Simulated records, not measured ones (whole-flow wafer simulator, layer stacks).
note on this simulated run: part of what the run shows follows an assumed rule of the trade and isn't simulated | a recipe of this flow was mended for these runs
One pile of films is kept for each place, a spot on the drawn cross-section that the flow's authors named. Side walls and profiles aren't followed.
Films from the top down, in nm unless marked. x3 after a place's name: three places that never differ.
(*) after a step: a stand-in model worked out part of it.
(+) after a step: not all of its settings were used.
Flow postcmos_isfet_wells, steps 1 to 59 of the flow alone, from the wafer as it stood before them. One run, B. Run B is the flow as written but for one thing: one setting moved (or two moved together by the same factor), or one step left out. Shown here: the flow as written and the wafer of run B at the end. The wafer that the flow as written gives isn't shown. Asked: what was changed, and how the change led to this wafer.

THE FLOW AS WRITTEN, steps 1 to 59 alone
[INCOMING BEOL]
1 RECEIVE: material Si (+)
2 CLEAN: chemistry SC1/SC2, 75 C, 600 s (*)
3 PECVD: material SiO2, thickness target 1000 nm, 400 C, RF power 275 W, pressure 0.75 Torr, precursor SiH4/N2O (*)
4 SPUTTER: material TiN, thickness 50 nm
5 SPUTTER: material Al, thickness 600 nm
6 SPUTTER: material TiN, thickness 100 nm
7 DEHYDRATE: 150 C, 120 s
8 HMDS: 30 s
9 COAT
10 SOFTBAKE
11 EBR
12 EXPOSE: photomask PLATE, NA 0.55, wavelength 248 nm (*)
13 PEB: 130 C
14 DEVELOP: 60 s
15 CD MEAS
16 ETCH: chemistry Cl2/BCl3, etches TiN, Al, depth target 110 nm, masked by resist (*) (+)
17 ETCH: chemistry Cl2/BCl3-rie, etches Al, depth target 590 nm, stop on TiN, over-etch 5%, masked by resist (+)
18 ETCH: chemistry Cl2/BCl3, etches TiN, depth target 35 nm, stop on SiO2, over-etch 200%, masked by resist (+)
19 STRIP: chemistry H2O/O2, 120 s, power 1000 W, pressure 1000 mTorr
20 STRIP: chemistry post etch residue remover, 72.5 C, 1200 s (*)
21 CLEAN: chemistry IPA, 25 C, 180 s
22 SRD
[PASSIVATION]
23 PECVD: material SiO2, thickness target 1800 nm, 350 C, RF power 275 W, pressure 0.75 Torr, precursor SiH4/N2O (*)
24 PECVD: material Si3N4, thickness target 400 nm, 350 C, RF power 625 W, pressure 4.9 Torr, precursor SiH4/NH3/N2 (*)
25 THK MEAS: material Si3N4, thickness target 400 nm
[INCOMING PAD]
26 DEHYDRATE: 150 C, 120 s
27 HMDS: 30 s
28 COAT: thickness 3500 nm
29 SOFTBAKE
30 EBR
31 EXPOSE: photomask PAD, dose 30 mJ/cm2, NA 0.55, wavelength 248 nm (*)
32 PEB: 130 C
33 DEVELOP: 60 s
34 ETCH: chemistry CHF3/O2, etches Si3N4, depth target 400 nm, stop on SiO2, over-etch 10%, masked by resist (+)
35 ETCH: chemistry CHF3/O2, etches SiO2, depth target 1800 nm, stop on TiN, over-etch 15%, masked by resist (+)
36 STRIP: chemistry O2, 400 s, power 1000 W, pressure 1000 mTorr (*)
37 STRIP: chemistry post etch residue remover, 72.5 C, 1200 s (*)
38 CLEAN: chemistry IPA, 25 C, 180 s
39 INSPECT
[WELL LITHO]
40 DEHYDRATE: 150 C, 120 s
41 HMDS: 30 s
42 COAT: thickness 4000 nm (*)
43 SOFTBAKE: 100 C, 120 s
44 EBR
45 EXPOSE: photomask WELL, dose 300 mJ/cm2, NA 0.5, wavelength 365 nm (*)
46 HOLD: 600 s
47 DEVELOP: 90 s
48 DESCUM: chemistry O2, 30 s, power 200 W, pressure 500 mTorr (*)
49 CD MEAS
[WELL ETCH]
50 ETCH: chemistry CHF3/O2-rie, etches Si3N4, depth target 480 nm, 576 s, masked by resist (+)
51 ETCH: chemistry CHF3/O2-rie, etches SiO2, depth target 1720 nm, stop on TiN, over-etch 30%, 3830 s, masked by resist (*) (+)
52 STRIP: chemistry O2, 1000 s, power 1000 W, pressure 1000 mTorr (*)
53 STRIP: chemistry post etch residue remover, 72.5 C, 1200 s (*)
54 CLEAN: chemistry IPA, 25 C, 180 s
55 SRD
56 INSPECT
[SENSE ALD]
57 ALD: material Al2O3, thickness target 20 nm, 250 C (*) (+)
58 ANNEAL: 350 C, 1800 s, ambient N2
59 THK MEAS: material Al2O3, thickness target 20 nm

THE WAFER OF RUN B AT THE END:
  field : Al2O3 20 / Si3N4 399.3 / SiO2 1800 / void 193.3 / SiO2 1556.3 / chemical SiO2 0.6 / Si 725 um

The cause: step 18, ETCH: depth target 18 nm was run, where the flow has depth target 35 nm.

How the change led to this, step by step:
  18 ETCH: chemistry Cl2/BCl3, etches TiN, depth target 35 nm, stop on SiO2, over-etch 200%, masked by resist (+)
      margin x2, well900 x4, pad_clr, pad_open: thick-KrF-resist -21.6 (as written it would be: thick-KrF-resist -37.9)
      field: TiN -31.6 (all of it), SiO2 -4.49 (as written it would be: TiN -31.6 (all of it), SiO2 -14.7)
  19 STRIP: chemistry H2O/O2, 120 s, power 1000 W, pressure 1000 mTorr
      margin x2, well900 x4, pad_clr, pad_open: thick-KrF-resist -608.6 (all of it) (as written it would be: thick-KrF-resist -592.4 (all of it))
  23 PECVD: material SiO2, thickness target 1800 nm, 350 C, RF power 275 W, pressure 0.75 Torr, precursor SiH4/N2O (*)
      field: SiO2 +1800 (new film), void +193.3 (new film), SiO2 +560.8 (as written it would be: SiO2 +1800 (new film), void +201.1 (new film), SiO2 +563.2)
